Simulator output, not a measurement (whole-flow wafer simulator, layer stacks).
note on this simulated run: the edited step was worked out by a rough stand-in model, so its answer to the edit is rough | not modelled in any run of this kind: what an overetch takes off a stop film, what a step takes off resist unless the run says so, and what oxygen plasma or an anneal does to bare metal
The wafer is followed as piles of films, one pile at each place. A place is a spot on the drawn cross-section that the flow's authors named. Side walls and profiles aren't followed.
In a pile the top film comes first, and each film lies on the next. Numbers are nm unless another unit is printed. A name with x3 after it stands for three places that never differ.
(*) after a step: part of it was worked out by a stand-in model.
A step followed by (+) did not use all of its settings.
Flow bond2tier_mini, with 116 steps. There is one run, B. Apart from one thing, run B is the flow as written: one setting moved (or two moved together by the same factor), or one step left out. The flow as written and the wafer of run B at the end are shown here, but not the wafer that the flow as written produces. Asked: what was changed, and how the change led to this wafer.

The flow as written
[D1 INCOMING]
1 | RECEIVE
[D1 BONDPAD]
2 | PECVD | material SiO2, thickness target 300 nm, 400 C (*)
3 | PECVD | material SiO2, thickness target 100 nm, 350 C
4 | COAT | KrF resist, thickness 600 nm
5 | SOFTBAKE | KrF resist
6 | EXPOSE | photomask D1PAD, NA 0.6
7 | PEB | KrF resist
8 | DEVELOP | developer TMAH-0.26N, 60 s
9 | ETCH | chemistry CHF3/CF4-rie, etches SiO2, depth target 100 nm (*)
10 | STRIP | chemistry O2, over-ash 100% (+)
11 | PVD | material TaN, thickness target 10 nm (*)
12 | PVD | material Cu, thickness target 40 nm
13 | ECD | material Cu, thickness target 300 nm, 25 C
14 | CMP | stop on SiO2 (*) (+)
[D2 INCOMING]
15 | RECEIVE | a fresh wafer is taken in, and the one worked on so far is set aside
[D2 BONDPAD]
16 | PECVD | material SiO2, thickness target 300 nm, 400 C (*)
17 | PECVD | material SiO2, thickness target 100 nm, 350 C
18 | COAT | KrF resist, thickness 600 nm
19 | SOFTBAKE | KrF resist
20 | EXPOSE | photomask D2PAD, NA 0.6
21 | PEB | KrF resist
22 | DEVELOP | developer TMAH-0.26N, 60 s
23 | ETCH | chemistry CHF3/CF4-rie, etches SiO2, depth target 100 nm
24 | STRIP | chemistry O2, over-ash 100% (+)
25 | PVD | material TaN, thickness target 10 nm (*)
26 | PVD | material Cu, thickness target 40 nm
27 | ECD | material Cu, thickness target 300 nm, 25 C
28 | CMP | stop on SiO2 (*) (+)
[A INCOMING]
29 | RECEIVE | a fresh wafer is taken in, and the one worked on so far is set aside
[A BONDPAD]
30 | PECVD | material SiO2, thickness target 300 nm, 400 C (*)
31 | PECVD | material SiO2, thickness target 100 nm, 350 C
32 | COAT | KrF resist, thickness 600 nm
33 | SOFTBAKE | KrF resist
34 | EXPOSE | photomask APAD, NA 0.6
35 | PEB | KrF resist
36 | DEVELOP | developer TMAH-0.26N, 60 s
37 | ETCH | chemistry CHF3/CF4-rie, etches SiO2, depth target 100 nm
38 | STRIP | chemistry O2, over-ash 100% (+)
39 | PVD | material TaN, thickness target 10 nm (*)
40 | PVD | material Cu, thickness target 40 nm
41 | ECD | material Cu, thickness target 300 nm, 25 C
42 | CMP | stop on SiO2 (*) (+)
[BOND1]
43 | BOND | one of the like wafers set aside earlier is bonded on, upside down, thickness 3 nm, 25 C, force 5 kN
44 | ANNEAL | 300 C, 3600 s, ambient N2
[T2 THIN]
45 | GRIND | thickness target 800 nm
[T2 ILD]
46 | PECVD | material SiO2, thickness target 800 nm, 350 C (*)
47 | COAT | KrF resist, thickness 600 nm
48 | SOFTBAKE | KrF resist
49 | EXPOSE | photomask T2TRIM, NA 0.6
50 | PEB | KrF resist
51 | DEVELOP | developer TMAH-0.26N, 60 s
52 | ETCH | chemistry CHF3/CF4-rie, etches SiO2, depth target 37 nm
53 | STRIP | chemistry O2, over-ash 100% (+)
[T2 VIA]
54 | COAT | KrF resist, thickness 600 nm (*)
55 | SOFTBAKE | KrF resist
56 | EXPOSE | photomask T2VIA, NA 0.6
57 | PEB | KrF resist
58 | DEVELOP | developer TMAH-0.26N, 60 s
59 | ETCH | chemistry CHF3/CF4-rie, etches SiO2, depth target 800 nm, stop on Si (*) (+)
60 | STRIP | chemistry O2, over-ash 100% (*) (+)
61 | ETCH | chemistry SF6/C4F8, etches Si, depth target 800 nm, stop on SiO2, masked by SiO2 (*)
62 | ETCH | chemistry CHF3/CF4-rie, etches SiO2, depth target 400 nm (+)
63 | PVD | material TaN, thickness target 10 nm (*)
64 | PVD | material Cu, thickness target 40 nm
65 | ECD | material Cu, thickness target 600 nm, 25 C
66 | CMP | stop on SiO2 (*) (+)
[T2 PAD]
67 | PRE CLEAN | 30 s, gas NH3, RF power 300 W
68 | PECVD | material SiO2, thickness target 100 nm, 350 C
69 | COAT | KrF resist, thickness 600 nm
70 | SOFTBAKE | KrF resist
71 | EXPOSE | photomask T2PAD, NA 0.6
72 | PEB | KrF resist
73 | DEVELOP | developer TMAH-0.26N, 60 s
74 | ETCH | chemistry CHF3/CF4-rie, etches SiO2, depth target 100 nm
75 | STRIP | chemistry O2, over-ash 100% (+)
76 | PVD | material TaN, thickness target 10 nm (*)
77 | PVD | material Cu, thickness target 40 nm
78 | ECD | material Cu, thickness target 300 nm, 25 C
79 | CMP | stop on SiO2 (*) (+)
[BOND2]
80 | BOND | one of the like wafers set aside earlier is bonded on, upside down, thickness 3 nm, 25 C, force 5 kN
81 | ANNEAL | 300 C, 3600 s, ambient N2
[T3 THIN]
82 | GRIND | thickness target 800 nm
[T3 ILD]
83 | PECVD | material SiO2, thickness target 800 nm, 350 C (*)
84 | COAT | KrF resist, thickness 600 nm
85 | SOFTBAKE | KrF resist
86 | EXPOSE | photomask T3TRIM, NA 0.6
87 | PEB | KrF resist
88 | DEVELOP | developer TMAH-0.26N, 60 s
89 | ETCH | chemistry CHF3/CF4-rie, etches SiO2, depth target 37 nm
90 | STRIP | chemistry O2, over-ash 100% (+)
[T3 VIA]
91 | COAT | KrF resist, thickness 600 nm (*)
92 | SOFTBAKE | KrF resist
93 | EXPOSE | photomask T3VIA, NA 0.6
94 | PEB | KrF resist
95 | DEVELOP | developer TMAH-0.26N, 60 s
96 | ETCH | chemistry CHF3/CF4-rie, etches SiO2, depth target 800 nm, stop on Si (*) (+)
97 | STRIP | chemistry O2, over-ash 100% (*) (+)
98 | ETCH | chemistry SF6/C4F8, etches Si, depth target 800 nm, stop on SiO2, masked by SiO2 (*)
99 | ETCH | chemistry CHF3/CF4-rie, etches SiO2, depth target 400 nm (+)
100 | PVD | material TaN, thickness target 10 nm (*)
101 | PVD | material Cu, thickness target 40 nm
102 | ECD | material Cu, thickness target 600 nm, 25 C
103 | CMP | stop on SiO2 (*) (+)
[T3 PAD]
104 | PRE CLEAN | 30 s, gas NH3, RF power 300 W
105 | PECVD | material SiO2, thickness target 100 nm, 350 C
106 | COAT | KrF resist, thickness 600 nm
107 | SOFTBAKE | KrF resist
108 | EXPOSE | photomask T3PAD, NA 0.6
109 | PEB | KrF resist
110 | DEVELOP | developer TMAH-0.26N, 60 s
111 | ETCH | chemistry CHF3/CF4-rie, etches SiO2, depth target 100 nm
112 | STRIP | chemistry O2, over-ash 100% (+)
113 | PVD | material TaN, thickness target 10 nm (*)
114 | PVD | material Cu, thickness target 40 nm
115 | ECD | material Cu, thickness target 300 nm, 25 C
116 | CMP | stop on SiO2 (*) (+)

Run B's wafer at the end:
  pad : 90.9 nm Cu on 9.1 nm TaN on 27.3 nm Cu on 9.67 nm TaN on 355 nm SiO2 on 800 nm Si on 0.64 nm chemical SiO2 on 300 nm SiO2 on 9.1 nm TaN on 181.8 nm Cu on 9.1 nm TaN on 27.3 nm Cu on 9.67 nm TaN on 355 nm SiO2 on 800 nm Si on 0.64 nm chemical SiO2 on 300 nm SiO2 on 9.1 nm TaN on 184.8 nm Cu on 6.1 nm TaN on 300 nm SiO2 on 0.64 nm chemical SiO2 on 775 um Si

Cause: step 39, PVD: thickness target 6.7 nm was run, while the flow as written has thickness target 10 nm.

How this came from the change, step by step:
  39 | PVD | material TaN, thickness target 10 nm (*)
      field: TaN gains 6.7 (new film) (in the flow as written it would be: TaN gains 10 (new film))
      pad: TaN gains 6.1 (new film) (in the flow as written it would be: TaN gains 9.1 (new film))
      (as well as at 1 more place)
  42 | CMP | stop on SiO2 (*) (+)
      field: Cu loses 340 (all of it), TaN loses 6.7 (all of it) (in the flow as written it would be: Cu loses 340 (all of it), TaN loses 10 (all of it))
